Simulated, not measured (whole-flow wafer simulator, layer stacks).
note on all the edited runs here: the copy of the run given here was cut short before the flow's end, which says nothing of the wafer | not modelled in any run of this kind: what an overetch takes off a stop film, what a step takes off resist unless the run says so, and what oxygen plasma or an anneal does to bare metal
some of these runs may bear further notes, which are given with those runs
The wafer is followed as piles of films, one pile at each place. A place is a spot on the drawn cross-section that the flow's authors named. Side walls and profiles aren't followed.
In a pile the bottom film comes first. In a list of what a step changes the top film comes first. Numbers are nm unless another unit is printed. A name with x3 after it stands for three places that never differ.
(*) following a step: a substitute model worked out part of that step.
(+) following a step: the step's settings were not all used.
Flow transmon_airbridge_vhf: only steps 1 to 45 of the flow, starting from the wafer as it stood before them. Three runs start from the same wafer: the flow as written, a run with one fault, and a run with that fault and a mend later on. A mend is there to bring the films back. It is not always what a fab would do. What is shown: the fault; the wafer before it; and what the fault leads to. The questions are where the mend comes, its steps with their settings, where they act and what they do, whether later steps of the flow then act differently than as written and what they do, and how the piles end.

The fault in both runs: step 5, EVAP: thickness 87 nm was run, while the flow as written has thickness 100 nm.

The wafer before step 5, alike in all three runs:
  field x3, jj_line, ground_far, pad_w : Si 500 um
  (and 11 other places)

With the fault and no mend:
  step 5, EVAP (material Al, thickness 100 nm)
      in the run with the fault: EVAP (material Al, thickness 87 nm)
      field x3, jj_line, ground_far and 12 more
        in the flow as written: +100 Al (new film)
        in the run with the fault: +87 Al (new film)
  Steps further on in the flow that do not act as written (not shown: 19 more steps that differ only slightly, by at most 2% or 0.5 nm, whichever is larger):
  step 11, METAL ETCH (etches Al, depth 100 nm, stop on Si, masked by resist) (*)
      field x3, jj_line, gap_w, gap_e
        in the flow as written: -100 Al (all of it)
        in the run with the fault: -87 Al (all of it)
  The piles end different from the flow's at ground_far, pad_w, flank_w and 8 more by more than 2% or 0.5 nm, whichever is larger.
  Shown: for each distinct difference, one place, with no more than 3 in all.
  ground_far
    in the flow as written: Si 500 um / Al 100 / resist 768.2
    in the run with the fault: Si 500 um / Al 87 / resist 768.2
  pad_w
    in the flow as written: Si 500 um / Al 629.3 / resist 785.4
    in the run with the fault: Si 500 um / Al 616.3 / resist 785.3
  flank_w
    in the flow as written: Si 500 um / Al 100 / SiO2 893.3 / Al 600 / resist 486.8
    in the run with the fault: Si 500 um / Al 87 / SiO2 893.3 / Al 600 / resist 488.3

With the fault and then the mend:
  The mend follows step 10.
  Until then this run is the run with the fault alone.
  step 10a, STRIP (i-line resist, 80 C, 600 s) (+)
      ground_far, pad_w, flank_w and 8 more
        -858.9 i-line resist (all of it)
  step 10b, EVAP (material Al, thickness 13 nm) (the flow's step 5, run once more with other settings)
      field x3, jj_line, ground_far and 12 more
        +13 Al
  step 10c, COAT (i-line resist, thickness 900 nm) (the flow's step 6, run once more)
      field x3, jj_line, ground_far and 12 more
        +900 i-line resist (new film)
  step 10d, SOFTBAKE (i-line resist, 90 C, 90 s) (the flow's step 7, run once more)
      does not change any film at any place that is followed
  step 10e, EXPOSE (i-line resist, thickness 900 nm, photomask AB CPW, dose 155.4 mJ/cm2, NA 0.45, wavelength 365 nm) (*) (the flow's step 8, run once more)
      does not change any film at any place that is followed
  step 10f, PEB (i-line resist, 110 C, 60 s) (the flow's step 9, run once more)
      field x3, jj_line, ground_far and 12 more
        -41 i-line resist
  step 10g, DEVELOP (i-line resist, thickness 900 nm, developer developer-B, 60 s) (the flow's step 10, run once more)
      ground_far, pad_w, flank_w and 8 more
        -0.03 i-line resist
      field x3, jj_line, gap_w, gap_e
        -859 i-line resist (all of it)
  Every later step of the flow that is run acts as written at every place that is followed.
  The piles end the same as the flow's at every place that both follow.
